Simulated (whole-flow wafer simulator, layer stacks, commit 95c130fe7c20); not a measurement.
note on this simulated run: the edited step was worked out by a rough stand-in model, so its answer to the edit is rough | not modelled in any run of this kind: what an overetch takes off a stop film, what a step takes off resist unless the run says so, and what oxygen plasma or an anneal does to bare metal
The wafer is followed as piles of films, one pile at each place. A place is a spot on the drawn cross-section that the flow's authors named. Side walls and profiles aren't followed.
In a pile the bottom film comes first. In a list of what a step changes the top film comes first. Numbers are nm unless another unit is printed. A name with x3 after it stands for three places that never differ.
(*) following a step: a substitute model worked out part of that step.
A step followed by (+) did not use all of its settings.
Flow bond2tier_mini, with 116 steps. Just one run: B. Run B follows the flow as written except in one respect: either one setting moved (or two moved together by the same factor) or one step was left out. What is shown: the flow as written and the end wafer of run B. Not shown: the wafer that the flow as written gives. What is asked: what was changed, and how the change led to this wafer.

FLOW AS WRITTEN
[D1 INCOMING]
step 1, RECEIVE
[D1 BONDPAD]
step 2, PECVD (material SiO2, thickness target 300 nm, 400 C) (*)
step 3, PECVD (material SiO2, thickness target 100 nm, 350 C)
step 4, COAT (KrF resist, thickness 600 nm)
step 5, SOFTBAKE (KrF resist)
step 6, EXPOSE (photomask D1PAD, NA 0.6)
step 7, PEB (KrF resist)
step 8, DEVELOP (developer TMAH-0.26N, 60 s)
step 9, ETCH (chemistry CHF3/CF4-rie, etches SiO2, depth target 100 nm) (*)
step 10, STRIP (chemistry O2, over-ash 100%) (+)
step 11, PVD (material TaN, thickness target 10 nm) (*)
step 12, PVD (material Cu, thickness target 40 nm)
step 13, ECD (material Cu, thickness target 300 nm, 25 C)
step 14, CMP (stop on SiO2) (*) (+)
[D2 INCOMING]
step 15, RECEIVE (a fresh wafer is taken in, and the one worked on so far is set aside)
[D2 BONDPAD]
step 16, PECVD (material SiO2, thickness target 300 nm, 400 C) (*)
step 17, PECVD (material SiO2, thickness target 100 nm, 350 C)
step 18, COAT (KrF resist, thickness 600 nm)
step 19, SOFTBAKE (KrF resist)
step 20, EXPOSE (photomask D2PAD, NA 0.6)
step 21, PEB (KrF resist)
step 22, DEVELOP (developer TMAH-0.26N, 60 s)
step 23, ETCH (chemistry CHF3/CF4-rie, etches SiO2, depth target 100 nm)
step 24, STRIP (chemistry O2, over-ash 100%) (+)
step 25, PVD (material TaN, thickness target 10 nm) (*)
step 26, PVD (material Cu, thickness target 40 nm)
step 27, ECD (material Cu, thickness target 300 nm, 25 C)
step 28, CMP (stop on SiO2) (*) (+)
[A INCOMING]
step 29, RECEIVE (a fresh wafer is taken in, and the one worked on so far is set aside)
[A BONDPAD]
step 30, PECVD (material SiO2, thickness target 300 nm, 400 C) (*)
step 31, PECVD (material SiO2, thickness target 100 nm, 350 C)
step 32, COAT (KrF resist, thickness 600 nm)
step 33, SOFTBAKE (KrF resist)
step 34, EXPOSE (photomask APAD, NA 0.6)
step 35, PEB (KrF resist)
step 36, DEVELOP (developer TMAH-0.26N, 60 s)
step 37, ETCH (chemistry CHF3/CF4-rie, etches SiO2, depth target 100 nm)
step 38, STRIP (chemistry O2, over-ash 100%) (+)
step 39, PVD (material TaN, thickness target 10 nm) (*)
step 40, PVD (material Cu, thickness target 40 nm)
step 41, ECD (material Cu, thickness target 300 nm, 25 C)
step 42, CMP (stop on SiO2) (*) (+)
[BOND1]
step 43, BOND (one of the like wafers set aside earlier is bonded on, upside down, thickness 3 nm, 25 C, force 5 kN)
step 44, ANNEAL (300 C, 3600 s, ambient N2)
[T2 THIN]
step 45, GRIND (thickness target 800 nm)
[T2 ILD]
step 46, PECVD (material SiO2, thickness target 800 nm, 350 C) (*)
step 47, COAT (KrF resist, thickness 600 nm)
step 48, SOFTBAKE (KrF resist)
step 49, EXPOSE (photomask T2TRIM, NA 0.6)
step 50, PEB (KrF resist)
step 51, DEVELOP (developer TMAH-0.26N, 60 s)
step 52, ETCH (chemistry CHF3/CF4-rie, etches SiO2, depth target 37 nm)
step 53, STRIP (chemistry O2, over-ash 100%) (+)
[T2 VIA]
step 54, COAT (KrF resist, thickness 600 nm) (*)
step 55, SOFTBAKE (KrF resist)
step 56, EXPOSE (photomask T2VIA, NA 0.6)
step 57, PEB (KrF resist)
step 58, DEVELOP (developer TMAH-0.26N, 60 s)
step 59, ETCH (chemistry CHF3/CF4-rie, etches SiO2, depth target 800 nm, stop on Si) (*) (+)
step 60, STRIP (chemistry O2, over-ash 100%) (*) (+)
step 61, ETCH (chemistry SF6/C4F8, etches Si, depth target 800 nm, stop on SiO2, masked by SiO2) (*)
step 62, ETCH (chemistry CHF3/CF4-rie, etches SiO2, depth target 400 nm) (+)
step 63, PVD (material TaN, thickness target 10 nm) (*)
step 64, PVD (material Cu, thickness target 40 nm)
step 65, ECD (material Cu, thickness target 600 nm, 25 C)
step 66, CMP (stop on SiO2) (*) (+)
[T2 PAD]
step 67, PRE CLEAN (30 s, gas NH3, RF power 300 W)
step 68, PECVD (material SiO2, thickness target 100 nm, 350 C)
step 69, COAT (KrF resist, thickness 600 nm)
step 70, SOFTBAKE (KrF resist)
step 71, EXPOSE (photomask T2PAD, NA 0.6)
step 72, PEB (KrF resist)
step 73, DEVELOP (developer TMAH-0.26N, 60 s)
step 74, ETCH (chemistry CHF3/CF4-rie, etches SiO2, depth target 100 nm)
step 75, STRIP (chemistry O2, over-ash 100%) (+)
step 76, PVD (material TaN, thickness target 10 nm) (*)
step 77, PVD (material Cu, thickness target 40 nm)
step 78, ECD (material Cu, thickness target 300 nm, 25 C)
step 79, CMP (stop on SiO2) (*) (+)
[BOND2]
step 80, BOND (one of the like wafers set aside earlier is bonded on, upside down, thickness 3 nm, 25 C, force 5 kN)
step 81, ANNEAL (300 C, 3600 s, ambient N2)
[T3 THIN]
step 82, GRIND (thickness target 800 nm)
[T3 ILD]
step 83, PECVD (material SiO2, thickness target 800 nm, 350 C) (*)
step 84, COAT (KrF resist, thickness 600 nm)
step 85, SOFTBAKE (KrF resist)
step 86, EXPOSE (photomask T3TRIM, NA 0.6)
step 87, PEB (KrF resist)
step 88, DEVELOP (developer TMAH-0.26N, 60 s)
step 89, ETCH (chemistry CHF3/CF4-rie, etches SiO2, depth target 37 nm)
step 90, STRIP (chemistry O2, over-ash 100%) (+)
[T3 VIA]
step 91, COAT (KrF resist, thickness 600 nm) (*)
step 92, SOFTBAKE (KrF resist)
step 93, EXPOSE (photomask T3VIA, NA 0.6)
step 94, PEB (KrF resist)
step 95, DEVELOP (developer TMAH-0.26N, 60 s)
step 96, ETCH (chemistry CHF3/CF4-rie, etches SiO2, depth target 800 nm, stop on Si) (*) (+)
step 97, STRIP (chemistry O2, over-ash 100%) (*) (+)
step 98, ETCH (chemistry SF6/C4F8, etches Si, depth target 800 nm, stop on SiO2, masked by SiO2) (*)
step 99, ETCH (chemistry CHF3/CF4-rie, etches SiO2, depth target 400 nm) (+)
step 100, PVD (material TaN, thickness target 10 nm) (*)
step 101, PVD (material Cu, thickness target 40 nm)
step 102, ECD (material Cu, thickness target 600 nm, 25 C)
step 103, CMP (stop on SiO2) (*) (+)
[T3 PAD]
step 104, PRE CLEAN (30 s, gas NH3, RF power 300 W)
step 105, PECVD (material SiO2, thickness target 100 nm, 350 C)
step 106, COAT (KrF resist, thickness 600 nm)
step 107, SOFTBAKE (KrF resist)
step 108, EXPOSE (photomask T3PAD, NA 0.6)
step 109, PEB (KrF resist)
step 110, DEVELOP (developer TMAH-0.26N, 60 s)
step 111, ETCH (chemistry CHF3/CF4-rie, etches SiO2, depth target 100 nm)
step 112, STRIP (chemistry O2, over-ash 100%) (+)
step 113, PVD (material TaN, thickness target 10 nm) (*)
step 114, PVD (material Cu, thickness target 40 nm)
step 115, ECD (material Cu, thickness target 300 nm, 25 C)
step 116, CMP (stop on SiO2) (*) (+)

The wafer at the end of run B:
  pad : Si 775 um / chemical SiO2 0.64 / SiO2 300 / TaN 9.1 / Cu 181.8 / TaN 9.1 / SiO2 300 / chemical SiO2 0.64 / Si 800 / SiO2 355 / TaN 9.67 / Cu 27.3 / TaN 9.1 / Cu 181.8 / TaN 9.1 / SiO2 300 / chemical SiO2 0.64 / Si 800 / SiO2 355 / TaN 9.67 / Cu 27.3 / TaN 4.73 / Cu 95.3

What caused this: step 113, PVD: thickness target 5.2 nm was run, while the flow as written has thickness target 10 nm.

The path from the change to this, step by step:
  step 113, PVD (material TaN, thickness target 10 nm) (*)
      field: +5.2 TaN (new film) (it would be, as written: +10 TaN (new film))
      pad: +4.73 TaN (new film) (it would be, as written: +9.1 TaN (new film))
  step 116, CMP (stop on SiO2) (*) (+)
      field: -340 Cu (all of it), -5.2 TaN (all of it) (it would be, as written: -340 Cu (all of it), -10 TaN (all of it))
